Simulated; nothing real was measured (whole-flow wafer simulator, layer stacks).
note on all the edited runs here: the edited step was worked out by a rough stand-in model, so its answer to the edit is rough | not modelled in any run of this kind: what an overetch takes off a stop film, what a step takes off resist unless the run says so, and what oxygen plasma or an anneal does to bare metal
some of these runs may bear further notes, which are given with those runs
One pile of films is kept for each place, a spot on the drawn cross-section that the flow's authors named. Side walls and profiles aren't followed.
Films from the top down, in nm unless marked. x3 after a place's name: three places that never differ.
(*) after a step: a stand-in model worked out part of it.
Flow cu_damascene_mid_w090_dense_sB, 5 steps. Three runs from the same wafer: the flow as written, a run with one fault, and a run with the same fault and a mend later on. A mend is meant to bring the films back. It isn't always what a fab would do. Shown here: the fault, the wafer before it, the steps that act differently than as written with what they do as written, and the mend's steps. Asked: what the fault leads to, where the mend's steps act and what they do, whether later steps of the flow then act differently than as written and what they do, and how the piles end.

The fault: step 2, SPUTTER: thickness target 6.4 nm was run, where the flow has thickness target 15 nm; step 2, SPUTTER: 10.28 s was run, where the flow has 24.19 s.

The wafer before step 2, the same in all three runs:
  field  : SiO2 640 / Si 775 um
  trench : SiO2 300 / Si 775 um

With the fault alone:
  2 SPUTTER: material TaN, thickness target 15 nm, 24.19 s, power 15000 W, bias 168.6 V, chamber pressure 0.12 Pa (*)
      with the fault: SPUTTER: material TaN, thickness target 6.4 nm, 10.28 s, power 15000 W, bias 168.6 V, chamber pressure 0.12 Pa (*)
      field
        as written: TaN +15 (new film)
        with the fault: TaN +6.4 (new film)
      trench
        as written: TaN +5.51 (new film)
        with the fault: TaN +2.35 (new film)
  Later steps of the flow that act differently than as written (2 more steps differ only slightly, by at most 2% or 0.5 nm, whichever is larger, and aren't shown):
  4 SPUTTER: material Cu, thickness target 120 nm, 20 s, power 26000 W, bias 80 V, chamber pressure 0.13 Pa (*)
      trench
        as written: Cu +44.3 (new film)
        with the fault: Cu +45.8 (new film)
  At the end the piles differ from the flow's by more than 2% or 0.5 nm, whichever is larger, at field, trench.
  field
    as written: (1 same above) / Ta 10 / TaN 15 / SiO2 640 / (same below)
    with the fault: (1 same above) / Ta 10 / TaN 6.4 / SiO2 640 / (same below)
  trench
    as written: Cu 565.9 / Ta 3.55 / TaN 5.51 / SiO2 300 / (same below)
    with the fault: Cu 560.4 / Ta 3.67 / TaN 2.35 / SiO2 300 / (same below)

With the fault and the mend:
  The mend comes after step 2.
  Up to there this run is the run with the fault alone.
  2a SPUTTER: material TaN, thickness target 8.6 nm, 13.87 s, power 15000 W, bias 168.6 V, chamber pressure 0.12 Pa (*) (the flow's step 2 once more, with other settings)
      field
        TaN +8.6
      trench
        TaN +3.08
  No later step of the flow acts differently than as written, at any place that is followed, by more than 2% or 0.5 nm, whichever is larger.
  At the end the piles differ from the flow's only slightly at the places that both follow, by at most 2% or 0.5 nm, whichever is larger.
